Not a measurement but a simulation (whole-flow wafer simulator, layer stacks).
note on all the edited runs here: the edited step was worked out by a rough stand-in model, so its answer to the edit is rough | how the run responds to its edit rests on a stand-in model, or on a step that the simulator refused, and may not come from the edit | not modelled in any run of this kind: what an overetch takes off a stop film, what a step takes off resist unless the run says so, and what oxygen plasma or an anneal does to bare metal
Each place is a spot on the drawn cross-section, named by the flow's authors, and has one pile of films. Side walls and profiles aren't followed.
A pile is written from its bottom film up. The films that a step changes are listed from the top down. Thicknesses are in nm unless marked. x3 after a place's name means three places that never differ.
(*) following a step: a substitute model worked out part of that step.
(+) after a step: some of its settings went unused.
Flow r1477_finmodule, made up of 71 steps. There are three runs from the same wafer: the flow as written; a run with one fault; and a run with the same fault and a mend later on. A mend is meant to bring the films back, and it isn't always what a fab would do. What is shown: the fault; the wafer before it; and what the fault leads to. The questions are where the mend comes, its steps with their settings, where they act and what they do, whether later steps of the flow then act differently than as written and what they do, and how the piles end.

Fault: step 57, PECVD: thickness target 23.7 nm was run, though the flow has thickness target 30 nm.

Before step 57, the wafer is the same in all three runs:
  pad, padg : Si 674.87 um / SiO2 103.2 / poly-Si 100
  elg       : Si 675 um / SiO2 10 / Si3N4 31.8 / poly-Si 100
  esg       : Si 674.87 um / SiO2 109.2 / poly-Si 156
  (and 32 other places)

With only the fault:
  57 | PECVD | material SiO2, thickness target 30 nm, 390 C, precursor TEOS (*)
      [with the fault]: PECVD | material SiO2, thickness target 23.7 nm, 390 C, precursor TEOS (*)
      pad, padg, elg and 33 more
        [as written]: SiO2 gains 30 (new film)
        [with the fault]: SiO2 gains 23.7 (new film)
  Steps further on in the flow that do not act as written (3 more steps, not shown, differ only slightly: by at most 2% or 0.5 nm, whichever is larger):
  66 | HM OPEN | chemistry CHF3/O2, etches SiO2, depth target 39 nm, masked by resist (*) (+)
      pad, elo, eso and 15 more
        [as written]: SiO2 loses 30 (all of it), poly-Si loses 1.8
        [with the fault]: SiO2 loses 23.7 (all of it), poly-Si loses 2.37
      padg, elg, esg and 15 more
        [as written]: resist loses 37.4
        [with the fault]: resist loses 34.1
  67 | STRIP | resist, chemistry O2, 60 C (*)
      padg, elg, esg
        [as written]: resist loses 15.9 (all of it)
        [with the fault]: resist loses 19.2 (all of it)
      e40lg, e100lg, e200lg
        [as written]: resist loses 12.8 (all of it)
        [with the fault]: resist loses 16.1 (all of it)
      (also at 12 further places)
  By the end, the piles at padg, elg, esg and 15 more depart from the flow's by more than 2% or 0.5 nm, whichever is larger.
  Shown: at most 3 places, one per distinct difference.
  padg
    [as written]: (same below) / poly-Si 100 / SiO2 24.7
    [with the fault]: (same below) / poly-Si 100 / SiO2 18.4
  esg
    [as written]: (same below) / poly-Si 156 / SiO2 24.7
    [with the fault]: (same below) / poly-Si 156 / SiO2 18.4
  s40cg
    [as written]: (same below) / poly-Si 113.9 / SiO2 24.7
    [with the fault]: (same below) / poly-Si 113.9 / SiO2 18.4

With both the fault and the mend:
  The mend stands after step 58.
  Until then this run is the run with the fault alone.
  58a | PECVD | material SiO2, thickness target 6.3 nm, 390 C, precursor TEOS (*) (the flow's step 57, run once more with other settings)
      pad, padg, elg and 33 more
        SiO2 gains 6.3
  Later steps of the flow that are run all act as written at every place that is followed.
  By the end, the piles equal the flow's at every place that both follow.
